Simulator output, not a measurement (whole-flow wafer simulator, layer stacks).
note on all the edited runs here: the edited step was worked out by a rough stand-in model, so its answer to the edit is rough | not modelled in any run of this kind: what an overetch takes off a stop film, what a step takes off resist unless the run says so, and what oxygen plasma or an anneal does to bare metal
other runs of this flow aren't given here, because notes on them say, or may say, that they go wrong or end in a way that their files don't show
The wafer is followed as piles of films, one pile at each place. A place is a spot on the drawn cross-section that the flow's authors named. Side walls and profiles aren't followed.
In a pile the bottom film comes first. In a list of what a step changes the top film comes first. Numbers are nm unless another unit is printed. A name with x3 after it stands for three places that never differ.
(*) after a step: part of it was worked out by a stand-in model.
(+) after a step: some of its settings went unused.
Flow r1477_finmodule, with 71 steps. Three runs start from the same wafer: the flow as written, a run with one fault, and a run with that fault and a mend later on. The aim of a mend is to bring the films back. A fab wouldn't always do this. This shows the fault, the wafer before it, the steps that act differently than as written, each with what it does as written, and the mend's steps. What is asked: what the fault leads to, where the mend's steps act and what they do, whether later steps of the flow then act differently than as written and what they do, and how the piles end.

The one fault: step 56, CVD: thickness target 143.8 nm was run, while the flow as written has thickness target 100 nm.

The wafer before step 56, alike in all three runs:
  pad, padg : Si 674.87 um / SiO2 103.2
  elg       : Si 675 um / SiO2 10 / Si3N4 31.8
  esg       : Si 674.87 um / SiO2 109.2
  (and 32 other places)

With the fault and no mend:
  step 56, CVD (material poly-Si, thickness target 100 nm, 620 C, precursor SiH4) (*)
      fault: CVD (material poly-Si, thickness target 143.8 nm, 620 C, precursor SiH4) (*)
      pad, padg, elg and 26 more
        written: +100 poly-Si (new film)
        fault: +143.8 poly-Si (new film)
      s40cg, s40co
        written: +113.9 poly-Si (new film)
        fault: +158.3 poly-Si (new film)
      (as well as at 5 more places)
  Steps further on in the flow that do not act as written (not shown: 2 more steps that differ only slightly, by at most 2% or 0.5 nm, whichever is larger):
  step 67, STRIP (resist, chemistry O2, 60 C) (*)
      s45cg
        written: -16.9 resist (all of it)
        fault: -16.3 resist (all of it)
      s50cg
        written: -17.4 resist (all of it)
        fault: -16.6 resist (all of it)
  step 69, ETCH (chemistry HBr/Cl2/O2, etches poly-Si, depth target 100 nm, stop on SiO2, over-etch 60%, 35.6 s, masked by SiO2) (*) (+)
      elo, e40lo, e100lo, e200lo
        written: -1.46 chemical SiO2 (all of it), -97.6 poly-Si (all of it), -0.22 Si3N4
        fault: -1.46 chemical SiO2 (all of it), -141.4 poly-Si (all of it)
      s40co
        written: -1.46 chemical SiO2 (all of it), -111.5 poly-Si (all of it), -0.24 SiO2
        fault: -1.46 chemical SiO2 (all of it), -155.9 poly-Si (all of it)
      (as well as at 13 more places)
  By the end, the piles at padg, elg, esg and 15 more depart from the flow's by more than 2% or 0.5 nm, whichever is larger.
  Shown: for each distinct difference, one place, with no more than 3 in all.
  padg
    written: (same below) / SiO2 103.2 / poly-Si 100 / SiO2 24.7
    fault: (same below) / SiO2 103.2 / poly-Si 143.8 / SiO2 24.7
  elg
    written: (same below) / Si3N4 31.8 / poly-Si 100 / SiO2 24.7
    fault: (same below) / Si3N4 31.8 / poly-Si 143.8 / SiO2 24.7
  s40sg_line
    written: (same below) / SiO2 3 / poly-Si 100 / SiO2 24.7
    fault: (same below) / SiO2 3 / poly-Si 143.8 / SiO2 24.7

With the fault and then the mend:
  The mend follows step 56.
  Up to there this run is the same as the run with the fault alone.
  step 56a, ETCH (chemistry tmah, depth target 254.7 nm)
      pad, padg, elg and 26 more
        -143.8 poly-Si (all of it)
      s40cg, s40co
        -158.3 poly-Si (all of it)
      s45cg, s45co
        -158 poly-Si (all of it)
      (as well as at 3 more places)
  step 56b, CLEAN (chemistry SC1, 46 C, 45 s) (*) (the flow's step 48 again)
      s40sg_line, s45sg_line, s50sg_line, s40so_line, s45so_line, s50so_line
        -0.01 SiO2
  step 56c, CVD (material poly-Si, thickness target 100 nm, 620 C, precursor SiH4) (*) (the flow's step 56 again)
      pad, padg, elg and 26 more
        +100 poly-Si (new film)
      s40cg, s40co
        +113.9 poly-Si (new film)
      s45cg, s45co
        +113.4 poly-Si (new film)
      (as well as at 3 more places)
  None of the later steps of the flow differs from how it acts as written, at any place that is followed, by more than 2% or 0.5 nm, whichever is larger.
  The piles end only slightly different from the flow's at the places that both follow, by no more than 2% or 0.5 nm, whichever is larger.
